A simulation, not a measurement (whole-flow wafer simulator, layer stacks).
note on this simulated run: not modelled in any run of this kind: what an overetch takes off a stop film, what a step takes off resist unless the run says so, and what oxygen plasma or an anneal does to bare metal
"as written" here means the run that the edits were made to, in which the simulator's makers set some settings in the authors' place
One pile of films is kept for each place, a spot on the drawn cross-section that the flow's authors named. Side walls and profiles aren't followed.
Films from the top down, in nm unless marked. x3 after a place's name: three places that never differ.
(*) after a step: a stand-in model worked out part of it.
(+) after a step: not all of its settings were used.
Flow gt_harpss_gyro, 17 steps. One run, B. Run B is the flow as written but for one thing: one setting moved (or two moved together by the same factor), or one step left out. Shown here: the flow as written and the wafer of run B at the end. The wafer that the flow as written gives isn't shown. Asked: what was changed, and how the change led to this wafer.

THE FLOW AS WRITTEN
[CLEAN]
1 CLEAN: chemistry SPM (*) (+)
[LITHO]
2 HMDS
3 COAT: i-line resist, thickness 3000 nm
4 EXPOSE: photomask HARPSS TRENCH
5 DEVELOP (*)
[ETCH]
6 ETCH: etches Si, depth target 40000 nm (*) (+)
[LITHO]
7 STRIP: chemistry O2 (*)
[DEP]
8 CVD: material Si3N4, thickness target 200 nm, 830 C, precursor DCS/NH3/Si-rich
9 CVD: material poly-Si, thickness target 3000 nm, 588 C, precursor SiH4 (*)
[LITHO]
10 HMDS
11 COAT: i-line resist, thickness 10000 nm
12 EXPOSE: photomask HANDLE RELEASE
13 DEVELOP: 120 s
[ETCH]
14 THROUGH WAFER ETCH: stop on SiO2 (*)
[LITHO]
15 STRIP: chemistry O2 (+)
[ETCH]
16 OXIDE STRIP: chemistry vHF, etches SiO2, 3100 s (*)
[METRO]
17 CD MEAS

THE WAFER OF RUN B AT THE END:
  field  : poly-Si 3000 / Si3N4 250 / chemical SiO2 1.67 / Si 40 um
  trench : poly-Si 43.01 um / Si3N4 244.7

The cause: step 8, CVD: thickness target 250 nm was run, where the flow has thickness target 200 nm.
It can be read off the wafer: field has Si3N4 250, and step 8 as written asks for 200 nm.

How the change led to this, step by step:
  8 CVD: material Si3N4, thickness target 200 nm, 830 C, precursor DCS/NH3/Si-rich
      field: Si3N4 +250 (new film) (as written it would be: Si3N4 +200 (new film))
      trench: Si3N4 +244.7 (new film) (as written it would be: Si3N4 +195.9 (new film))
